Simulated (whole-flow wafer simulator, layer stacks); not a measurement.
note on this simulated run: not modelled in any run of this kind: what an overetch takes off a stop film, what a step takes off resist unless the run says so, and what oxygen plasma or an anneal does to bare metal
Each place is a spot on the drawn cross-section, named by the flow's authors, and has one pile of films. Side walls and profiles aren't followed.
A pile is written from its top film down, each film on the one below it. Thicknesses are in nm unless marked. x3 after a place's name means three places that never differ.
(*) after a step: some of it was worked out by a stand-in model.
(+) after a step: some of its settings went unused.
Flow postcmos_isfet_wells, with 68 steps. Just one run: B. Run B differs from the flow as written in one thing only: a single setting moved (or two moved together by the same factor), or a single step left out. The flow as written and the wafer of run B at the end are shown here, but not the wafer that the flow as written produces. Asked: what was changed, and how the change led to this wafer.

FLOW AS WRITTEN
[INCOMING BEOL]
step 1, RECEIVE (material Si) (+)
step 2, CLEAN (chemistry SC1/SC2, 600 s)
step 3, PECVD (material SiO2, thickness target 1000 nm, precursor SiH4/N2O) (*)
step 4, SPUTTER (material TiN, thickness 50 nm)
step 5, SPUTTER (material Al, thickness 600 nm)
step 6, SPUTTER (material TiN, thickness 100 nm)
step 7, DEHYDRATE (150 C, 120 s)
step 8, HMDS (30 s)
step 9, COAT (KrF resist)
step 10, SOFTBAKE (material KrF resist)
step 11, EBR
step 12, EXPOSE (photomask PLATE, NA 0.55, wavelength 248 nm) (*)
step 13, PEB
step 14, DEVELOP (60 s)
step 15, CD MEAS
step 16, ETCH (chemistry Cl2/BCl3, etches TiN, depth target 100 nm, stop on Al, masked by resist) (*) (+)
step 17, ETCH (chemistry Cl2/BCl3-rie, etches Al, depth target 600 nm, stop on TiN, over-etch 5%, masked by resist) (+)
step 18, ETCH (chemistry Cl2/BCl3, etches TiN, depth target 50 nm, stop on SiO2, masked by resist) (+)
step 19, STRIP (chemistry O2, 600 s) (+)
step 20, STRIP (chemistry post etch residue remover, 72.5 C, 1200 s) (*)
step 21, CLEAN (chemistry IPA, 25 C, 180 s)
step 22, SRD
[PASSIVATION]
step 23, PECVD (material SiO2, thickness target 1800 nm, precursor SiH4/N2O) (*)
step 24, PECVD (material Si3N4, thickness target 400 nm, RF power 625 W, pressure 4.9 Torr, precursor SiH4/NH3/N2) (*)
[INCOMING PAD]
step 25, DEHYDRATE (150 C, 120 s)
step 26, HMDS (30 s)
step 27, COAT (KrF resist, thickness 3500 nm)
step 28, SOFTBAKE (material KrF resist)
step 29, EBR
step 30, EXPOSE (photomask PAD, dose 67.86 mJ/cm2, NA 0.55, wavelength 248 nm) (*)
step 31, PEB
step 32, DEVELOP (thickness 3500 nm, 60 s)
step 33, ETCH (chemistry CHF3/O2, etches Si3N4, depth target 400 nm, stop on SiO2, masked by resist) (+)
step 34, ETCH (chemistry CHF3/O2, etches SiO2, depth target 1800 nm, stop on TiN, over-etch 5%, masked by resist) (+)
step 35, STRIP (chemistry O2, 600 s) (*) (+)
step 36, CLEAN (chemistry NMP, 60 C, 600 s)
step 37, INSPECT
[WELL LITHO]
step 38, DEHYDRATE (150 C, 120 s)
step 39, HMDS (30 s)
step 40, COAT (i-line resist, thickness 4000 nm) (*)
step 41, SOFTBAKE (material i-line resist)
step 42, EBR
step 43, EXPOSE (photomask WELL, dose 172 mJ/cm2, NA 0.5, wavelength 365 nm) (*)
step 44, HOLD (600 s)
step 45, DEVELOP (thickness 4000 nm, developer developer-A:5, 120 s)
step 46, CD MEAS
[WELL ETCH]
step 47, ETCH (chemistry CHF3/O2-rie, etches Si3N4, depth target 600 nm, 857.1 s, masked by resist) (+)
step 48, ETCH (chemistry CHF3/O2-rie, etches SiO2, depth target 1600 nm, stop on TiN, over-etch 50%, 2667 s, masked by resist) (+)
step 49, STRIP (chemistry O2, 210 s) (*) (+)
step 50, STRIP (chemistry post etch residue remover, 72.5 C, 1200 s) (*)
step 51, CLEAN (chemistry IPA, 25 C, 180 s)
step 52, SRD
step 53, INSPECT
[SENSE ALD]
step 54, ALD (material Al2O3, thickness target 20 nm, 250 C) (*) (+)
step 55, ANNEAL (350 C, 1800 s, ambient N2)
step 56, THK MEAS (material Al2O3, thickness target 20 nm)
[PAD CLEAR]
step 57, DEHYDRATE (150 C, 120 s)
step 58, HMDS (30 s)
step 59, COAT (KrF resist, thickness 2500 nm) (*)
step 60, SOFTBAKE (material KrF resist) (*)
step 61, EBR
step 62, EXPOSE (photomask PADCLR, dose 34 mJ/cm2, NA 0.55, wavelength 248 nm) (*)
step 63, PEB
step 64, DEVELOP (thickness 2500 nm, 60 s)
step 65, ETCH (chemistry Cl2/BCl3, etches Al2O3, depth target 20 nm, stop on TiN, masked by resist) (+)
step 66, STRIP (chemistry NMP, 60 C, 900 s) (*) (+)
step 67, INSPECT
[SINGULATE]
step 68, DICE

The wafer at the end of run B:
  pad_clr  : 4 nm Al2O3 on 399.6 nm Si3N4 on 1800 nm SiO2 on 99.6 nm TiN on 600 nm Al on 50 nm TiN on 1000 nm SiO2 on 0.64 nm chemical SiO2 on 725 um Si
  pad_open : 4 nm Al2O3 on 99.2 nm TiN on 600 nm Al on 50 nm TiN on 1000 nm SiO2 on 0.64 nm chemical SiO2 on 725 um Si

What caused this: step 65, ETCH: depth target 16 nm was run, while the flow as written has depth target 20 nm.

Step by step, how the change led to this:
  step 65, ETCH (chemistry Cl2/BCl3, etches Al2O3, depth target 20 nm, stop on TiN, masked by resist) (+)
      pad_clr, pad_open: -16 Al2O3 (in the flow as written it would be: -20 Al2O3 (all of it))
      field, margin, pad_rim: -20 KrF resist (in the flow as written it would be: -25 KrF resist)
